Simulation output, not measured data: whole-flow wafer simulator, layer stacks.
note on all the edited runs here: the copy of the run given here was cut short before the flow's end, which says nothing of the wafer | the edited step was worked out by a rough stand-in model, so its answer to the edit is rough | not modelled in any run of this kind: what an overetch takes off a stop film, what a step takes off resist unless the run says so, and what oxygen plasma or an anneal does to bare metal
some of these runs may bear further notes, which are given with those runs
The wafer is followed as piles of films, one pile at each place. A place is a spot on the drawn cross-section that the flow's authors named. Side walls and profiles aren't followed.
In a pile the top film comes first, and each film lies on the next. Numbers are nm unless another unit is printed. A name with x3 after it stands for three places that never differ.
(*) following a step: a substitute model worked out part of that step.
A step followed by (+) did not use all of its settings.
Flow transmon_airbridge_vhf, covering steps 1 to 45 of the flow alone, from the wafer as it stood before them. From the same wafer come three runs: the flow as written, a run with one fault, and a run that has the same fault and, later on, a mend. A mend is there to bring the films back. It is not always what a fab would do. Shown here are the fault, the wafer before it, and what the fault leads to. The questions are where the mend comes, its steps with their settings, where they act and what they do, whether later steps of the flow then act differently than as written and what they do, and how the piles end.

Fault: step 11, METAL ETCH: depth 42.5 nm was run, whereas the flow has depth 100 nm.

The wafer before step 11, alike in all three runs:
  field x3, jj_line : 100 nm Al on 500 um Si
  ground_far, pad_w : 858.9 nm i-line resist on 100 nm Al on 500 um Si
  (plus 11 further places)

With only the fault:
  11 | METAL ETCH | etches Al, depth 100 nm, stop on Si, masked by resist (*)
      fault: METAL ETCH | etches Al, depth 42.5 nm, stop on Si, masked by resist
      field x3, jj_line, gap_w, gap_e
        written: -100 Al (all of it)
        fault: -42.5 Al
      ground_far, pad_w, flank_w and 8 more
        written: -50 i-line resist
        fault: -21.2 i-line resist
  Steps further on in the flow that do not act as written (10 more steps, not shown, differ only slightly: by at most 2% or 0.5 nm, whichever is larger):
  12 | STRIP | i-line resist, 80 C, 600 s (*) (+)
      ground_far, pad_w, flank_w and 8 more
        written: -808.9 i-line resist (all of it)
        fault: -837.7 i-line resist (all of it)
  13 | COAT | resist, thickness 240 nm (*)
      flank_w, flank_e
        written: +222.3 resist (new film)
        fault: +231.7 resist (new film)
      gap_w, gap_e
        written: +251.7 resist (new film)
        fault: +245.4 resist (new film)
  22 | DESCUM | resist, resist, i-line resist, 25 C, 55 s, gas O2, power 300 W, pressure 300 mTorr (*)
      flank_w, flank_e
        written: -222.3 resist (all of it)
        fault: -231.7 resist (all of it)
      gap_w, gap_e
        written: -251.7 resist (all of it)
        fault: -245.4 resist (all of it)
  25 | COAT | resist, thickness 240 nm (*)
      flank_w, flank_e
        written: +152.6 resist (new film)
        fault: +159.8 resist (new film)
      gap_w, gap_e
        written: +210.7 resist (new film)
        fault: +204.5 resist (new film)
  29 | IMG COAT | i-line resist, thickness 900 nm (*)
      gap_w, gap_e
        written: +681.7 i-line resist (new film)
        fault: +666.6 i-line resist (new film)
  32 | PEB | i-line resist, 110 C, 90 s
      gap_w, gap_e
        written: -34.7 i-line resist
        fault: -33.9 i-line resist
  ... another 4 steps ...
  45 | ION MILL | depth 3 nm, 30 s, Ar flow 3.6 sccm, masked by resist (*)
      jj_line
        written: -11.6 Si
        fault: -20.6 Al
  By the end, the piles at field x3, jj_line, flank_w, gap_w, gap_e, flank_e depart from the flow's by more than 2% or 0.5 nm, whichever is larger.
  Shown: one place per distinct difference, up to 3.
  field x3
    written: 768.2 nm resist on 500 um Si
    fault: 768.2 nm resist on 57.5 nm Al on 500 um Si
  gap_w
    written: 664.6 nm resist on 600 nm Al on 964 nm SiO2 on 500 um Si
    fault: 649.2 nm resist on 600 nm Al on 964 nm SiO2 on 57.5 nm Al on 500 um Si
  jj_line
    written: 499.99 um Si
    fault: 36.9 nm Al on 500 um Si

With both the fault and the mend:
  The mend stands after step 11.
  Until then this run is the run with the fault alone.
  11a | METAL ETCH | etches Al, depth 57.5 nm, stop on Si, masked by resist (*) (a further turn of the flow's step 11, with different settings)
      ground_far, pad_w, flank_w and 8 more
        -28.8 i-line resist
      field x3, jj_line, gap_w, gap_e
        -57.5 Al (all of it)
  Later steps of the flow that are run all act as written at every place that is followed.
  The piles end the same as the flow's at every place that both follow.
